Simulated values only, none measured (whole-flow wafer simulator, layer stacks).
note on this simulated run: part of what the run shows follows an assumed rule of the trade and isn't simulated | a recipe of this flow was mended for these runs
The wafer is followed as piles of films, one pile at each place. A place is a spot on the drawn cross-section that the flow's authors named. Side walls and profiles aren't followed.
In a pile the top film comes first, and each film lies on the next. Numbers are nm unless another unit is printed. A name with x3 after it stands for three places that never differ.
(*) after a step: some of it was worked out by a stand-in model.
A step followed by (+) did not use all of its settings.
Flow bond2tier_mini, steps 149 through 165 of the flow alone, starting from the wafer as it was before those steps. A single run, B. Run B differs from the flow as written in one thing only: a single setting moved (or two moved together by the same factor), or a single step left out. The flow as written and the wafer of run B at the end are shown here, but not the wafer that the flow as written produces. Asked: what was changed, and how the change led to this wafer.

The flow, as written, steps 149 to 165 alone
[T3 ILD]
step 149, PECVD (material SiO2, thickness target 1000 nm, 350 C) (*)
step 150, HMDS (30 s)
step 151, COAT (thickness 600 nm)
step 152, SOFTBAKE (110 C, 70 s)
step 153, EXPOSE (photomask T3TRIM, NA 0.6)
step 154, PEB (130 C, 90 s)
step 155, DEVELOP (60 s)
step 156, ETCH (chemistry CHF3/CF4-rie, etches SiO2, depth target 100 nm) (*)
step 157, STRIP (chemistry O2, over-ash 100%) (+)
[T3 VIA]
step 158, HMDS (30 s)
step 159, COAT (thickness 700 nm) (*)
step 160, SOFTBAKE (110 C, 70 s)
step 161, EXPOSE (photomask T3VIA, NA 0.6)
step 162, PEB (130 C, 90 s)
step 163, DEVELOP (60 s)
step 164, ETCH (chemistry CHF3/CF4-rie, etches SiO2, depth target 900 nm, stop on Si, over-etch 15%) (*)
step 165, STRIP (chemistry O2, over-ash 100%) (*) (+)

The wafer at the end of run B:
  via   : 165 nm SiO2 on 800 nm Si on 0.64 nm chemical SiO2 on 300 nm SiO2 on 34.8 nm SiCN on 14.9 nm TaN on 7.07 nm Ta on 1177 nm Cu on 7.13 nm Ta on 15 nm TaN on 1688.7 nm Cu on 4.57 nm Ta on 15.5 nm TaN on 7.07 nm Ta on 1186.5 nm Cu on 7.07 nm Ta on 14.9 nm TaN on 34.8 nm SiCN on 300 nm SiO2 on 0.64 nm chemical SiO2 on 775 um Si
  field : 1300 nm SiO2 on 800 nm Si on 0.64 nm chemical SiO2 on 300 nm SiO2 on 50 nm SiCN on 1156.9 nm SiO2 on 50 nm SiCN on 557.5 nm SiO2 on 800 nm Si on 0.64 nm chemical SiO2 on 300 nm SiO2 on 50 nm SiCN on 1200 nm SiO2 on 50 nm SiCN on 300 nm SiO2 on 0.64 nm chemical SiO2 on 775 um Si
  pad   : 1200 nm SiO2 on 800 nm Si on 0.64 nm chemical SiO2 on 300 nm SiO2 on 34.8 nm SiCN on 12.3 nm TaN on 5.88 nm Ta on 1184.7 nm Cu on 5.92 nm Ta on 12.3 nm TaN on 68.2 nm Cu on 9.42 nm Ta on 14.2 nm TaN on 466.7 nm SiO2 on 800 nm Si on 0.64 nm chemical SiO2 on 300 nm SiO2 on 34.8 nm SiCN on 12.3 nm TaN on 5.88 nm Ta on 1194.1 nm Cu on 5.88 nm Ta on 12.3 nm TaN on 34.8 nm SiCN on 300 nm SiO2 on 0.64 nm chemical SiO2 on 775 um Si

The reason: step 149, PECVD: thickness target 1300 nm was run, though the flow has thickness target 1000 nm.
One can read it off the wafer: field has SiO2 1300, and step 149 as written asks for 1000 nm.

How this came from the change, step by step:
  step 149, PECVD (material SiO2, thickness target 1000 nm, 350 C) (*)
      field, pad, via: SiO2 gains 1300 (new film) (it would be, as written: SiO2 gains 1000 (new film))
  step 164, ETCH (chemistry CHF3/CF4-rie, etches SiO2, depth target 900 nm, stop on Si, over-etch 15%) (*)
      via: SiO2 loses 1035 (it would be, as written: SiO2 loses 900 (all of it), Si loses 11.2)
